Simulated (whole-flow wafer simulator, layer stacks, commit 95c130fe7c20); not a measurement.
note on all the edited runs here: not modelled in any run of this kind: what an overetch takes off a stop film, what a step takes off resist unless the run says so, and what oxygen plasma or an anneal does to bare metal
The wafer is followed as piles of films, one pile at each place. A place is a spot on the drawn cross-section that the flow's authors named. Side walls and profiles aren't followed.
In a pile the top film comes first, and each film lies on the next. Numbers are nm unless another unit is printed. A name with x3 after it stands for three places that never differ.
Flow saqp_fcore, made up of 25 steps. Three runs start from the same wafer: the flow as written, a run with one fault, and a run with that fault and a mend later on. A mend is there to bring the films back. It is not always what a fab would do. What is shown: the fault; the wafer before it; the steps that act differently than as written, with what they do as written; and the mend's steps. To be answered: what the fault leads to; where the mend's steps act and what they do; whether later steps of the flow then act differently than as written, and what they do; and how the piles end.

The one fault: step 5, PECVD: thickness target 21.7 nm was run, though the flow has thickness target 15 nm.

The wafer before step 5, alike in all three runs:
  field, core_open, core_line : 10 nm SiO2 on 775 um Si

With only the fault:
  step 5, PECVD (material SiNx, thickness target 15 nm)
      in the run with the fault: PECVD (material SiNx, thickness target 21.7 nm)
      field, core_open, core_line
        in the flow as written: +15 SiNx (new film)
        in the run with the fault: +21.7 SiNx (new film)
  None of the later steps of the flow acts differently than as written at any place that is followed.
  By the end, the piles at field, core_open, core_line depart from the flow's by more than 2% or 0.5 nm, whichever is larger.
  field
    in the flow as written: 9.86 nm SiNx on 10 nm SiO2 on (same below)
    in the run with the fault: 16.6 nm SiNx on 10 nm SiO2 on (same below)
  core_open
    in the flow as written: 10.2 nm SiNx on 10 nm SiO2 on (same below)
    in the run with the fault: 16.9 nm SiNx on 10 nm SiO2 on (same below)
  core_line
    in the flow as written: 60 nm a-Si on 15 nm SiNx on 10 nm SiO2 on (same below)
    in the run with the fault: 60 nm a-Si on 21.7 nm SiNx on 10 nm SiO2 on (same below)

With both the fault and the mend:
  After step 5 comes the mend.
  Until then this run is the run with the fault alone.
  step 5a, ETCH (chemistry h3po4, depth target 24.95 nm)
      field, core_open, core_line
        -21.7 SiNx (all of it)
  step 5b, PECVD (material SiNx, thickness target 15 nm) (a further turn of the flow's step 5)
      field, core_open, core_line
        +15 SiNx (new film)
  None of the later steps of the flow acts differently than as written at any place that is followed.
  By the end, the piles equal the flow's at every place that both follow.
